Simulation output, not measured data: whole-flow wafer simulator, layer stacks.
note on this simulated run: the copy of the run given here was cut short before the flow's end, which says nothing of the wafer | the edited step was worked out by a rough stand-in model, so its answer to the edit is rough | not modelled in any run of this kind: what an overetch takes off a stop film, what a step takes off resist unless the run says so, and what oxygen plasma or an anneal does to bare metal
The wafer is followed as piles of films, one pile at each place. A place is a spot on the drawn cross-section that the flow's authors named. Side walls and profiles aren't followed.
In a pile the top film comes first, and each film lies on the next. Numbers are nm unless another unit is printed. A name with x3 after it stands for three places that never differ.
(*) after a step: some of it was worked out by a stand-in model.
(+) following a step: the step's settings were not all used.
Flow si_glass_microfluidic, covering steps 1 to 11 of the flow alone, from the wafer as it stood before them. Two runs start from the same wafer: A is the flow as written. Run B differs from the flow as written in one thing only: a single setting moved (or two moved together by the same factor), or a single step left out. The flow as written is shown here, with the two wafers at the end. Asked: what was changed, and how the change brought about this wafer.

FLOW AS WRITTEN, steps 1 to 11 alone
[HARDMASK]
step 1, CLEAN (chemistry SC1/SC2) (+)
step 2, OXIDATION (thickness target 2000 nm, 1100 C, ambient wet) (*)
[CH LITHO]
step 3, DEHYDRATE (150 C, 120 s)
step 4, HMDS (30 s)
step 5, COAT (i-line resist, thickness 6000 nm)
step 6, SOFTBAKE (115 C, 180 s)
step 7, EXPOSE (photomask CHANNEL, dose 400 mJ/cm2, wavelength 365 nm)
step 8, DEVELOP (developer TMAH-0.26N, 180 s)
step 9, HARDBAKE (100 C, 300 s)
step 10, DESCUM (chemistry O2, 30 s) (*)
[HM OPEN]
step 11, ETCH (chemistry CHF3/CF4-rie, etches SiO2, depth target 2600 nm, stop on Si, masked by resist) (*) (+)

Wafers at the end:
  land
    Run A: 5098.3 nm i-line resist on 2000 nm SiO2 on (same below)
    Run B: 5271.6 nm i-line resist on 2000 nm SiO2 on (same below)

The reason: step 11, ETCH: depth target 2080 nm was run, though the flow has depth target 2600 nm.

The path from the change to this, step by step:
  step 11, ETCH (chemistry CHF3/CF4-rie, etches SiO2, depth target 2600 nm, stop on Si, masked by resist) (*) (+)
      land: A i-line resist loses 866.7 | B i-line resist loses 693.3
